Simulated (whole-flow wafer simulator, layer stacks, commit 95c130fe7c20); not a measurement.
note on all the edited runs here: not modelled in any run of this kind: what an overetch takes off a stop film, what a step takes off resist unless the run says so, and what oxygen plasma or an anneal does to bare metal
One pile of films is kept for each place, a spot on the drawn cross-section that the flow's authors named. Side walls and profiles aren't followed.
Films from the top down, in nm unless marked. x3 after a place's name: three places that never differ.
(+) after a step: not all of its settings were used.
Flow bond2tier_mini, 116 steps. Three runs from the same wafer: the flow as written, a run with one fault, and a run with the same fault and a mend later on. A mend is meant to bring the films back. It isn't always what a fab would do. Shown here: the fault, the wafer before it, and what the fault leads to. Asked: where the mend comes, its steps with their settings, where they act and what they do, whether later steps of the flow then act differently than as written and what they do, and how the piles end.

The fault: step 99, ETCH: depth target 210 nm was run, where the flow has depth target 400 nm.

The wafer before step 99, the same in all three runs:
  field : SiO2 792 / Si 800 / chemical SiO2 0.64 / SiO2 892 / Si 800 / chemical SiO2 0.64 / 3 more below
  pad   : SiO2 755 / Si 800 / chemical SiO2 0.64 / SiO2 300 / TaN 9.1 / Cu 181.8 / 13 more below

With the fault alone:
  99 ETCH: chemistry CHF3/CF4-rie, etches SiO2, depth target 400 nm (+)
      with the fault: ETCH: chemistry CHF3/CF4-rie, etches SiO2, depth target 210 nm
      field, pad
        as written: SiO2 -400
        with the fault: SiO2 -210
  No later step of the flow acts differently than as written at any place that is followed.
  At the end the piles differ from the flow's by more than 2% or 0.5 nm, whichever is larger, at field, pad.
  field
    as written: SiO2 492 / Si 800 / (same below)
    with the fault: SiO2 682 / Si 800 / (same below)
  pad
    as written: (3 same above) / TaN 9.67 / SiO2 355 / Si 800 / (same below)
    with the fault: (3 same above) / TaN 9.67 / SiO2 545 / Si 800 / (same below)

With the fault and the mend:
  The mend comes after step 99.
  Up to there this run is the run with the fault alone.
  99a ETCH: chemistry CHF3/CF4-rie, etches SiO2, depth target 190 nm (+) (the flow's step 99 once more, with other settings)
      field, pad
        SiO2 -190
  No later step of the flow acts differently than as written at any place that is followed.
  At the end the piles are the same as the flow's at every place that both follow.
